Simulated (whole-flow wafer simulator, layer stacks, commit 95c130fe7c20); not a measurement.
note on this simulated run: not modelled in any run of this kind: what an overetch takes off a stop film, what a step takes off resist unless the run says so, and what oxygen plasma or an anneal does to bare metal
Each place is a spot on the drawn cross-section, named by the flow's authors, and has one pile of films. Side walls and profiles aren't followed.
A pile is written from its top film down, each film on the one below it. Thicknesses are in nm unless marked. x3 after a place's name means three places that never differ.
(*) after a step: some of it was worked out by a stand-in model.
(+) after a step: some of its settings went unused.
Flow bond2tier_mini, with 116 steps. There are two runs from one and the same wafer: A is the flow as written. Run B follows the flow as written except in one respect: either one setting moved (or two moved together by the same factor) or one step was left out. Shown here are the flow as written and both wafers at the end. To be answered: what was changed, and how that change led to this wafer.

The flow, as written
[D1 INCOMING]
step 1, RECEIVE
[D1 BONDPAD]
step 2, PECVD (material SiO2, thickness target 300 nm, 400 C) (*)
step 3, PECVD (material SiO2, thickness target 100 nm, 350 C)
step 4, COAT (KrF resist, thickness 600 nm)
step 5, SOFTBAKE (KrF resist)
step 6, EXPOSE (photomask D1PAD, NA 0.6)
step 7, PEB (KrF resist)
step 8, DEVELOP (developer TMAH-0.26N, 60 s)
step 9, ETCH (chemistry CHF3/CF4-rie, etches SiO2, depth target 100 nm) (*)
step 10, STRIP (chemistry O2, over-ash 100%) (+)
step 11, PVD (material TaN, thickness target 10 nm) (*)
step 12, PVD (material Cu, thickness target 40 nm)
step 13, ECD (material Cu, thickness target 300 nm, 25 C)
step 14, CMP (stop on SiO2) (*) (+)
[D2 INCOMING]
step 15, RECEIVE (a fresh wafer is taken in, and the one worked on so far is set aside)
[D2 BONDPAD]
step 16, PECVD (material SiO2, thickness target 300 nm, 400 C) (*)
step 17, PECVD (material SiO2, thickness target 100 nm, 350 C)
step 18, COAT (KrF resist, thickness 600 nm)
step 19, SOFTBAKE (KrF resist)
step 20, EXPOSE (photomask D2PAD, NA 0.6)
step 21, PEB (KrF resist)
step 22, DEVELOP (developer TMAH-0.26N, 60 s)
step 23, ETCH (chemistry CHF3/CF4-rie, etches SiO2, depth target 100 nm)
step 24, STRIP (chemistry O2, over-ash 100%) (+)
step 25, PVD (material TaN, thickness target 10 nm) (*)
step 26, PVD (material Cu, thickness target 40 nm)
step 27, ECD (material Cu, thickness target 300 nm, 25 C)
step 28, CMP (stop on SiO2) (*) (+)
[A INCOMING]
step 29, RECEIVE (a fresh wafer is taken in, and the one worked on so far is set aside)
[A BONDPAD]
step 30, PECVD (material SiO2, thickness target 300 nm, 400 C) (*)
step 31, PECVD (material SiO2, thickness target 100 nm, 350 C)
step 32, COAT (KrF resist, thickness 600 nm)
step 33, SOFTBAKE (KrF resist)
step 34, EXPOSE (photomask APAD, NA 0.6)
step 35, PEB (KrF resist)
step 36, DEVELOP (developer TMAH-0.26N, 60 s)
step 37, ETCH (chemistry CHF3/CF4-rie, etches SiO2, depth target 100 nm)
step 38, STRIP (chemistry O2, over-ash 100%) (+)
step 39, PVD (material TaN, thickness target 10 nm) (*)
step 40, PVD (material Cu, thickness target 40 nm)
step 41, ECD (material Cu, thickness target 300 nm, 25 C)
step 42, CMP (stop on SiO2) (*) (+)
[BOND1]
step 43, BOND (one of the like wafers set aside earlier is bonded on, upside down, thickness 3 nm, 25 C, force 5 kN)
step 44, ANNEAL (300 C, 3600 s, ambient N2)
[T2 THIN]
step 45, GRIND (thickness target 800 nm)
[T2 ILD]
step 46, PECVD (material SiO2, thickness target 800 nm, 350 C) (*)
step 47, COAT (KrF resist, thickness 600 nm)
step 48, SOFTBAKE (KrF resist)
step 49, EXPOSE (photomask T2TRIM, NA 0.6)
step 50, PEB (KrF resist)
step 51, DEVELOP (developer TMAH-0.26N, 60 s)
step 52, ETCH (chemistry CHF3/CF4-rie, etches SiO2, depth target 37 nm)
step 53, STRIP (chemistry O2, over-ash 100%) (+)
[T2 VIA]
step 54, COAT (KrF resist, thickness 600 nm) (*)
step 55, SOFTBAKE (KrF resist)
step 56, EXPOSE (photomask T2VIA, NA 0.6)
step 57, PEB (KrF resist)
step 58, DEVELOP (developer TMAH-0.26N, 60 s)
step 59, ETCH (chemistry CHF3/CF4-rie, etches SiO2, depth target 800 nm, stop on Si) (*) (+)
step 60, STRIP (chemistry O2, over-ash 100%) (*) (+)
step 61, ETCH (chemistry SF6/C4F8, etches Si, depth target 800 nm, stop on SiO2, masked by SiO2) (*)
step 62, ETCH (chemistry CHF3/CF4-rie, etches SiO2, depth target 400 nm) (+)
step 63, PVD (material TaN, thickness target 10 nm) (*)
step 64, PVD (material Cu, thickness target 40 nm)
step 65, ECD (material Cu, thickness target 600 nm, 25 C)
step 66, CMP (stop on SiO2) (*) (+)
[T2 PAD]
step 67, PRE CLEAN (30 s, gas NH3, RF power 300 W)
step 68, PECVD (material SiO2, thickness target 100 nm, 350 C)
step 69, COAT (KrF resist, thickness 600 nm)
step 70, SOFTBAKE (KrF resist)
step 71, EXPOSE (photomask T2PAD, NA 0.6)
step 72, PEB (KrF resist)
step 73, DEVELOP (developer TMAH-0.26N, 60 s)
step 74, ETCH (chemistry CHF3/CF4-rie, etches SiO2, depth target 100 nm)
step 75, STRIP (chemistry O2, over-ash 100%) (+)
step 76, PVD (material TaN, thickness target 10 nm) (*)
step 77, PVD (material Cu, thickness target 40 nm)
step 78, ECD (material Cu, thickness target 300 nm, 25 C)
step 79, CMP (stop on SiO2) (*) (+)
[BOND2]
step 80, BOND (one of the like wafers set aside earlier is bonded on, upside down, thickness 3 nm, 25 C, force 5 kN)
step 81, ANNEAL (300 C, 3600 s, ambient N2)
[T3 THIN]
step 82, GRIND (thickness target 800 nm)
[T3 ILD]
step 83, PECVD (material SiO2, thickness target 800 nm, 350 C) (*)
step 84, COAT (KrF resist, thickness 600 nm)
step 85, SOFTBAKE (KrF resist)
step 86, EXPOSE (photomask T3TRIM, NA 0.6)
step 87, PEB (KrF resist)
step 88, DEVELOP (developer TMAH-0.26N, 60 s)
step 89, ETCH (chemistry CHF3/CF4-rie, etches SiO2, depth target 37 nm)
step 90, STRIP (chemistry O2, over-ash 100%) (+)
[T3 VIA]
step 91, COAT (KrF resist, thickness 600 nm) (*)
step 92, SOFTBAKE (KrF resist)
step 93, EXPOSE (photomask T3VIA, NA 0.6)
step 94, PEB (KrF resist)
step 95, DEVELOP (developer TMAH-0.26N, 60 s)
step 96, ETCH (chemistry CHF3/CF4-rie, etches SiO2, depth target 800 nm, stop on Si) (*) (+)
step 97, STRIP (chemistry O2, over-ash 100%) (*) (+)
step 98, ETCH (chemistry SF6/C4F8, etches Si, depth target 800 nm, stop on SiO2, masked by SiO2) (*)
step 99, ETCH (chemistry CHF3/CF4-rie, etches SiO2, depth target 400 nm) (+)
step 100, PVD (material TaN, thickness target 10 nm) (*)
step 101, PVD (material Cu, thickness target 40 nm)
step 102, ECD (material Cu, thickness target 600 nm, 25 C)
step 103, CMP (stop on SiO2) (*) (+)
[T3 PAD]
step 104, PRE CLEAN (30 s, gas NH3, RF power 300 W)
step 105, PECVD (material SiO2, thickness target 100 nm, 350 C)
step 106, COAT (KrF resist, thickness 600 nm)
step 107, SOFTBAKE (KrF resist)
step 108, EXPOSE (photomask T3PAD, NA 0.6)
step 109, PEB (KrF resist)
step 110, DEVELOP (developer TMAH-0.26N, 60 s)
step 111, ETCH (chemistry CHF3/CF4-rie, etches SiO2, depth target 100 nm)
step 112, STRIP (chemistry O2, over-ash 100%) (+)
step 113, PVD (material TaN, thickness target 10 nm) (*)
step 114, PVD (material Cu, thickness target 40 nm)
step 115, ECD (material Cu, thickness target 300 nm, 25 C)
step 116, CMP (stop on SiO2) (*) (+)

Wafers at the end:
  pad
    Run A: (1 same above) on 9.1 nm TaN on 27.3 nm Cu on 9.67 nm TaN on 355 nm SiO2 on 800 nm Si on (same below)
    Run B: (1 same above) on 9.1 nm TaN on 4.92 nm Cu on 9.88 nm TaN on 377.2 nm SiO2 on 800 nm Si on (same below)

What caused this: step 89, ETCH: depth target 14.8 nm was run, whereas the flow has depth target 37 nm.

How this came from the change, step by step:
  step 89, ETCH (chemistry CHF3/CF4-rie, etches SiO2, depth target 37 nm)
      field: A KrF resist loses 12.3 | B KrF resist loses 4.93
      pad: A SiO2 loses 37 | B SiO2 loses 14.8
  step 97, STRIP (chemistry O2, over-ash 100%) (*) (+)
      field: A KrF resist loses 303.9 (all of it) | B KrF resist loses 313.3 (all of it)
      pad: A KrF resist loses 336 (all of it) | B KrF resist loses 326.1 (all of it)
  step 101, PVD (material Cu, thickness target 40 nm)
      pad: A Cu gains 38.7 (new film) | B Cu gains 39.5 (new film)
  step 102, ECD (material Cu, thickness target 600 nm, 25 C)
      pad: A Cu gains 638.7 | B Cu gains 615.4
